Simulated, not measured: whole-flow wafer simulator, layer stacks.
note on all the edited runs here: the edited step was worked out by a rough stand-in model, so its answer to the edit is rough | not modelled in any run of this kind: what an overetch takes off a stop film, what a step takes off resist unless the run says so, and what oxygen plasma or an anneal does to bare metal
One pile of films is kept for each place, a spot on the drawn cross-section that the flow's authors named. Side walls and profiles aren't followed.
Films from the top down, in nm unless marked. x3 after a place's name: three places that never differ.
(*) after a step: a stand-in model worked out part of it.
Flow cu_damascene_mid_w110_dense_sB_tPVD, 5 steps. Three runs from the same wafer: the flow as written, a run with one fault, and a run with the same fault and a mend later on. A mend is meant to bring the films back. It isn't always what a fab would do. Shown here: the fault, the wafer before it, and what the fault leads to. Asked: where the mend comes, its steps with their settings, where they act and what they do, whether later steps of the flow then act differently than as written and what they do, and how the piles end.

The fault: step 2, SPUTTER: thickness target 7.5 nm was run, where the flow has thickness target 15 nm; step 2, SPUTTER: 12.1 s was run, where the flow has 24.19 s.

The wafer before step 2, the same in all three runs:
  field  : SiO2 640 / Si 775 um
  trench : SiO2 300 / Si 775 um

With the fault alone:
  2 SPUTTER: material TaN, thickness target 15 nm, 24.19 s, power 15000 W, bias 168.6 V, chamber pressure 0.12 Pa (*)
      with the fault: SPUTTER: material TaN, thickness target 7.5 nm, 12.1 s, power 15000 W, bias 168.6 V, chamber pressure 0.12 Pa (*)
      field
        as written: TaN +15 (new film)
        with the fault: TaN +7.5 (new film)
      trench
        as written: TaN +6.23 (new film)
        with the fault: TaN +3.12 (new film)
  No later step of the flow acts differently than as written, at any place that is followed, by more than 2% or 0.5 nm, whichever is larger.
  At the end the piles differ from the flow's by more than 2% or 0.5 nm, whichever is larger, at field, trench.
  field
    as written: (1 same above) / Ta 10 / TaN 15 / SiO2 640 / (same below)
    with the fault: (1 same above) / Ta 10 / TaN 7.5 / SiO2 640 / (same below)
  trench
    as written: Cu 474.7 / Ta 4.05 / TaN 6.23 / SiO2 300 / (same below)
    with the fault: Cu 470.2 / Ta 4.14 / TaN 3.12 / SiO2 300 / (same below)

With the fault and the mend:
  The mend comes after step 2.
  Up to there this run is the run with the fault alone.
  2a SPUTTER: material TaN, thickness target 7.5 nm, 12.1 s, power 15000 W, bias 168.6 V, chamber pressure 0.12 Pa (*) (the flow's step 2 once more, with other settings)
      field
        TaN +7.5
      trench
        TaN +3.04
  No later step of the flow acts differently than as written, at any place that is followed, by more than 2% or 0.5 nm, whichever is larger.
  At the end the piles differ from the flow's only slightly at the places that both follow, by at most 2% or 0.5 nm, whichever is larger.
